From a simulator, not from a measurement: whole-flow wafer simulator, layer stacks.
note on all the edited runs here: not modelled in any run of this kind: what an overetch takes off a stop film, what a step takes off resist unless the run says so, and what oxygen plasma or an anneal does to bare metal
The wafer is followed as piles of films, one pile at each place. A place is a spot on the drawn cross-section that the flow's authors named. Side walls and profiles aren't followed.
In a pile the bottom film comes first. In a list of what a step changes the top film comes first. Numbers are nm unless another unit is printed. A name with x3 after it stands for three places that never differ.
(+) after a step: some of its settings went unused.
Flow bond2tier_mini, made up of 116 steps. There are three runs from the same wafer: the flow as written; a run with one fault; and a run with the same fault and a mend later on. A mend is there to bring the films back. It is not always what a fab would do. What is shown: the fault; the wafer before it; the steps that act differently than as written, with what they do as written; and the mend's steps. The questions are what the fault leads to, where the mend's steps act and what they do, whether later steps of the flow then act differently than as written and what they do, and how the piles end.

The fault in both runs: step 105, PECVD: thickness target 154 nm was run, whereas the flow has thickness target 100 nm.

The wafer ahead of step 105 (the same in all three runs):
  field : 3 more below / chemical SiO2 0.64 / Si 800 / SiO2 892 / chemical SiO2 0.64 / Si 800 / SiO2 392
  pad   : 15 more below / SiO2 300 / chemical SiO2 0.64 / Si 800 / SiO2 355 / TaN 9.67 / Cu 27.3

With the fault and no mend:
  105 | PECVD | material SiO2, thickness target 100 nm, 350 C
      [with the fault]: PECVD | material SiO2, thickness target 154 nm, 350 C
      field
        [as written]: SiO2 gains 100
        [with the fault]: SiO2 gains 154
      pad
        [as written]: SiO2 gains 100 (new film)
        [with the fault]: SiO2 gains 154 (new film)
  Steps later in the flow that act otherwise than as written:
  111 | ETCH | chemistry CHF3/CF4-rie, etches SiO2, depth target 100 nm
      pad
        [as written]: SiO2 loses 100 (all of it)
        [with the fault]: SiO2 loses 100
  The piles end different from the flow's at field, pad by more than 2% or 0.5 nm, whichever is larger.
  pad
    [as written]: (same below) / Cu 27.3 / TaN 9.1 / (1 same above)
    [with the fault]: (same below) / Cu 27.3 / SiO2 54 / TaN 9.1 / (1 same above)
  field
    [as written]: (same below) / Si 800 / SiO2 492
    [with the fault]: (same below) / Si 800 / SiO2 546

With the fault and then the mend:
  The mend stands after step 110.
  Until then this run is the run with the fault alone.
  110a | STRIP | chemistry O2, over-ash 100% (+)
      field
        KrF resist loses 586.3 (all of it)
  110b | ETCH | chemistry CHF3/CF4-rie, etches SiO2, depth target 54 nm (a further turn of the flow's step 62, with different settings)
      field, pad
        SiO2 loses 54
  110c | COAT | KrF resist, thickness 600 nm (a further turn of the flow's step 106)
      field, pad
        KrF resist gains 600 (new film)
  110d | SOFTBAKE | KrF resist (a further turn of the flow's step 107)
      leaves every film unchanged at each place that is followed
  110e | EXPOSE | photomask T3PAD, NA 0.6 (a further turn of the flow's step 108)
      leaves every film unchanged at each place that is followed
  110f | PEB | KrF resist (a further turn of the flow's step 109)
      leaves every film unchanged at each place that is followed
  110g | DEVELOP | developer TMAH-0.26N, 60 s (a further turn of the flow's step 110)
      field
        KrF resist loses 13.7
      pad
        KrF resist loses 600 (all of it)
  Every later step of the flow that is run acts as written at every place that is followed.
  The piles end the same as the flow's at every place that both follow.
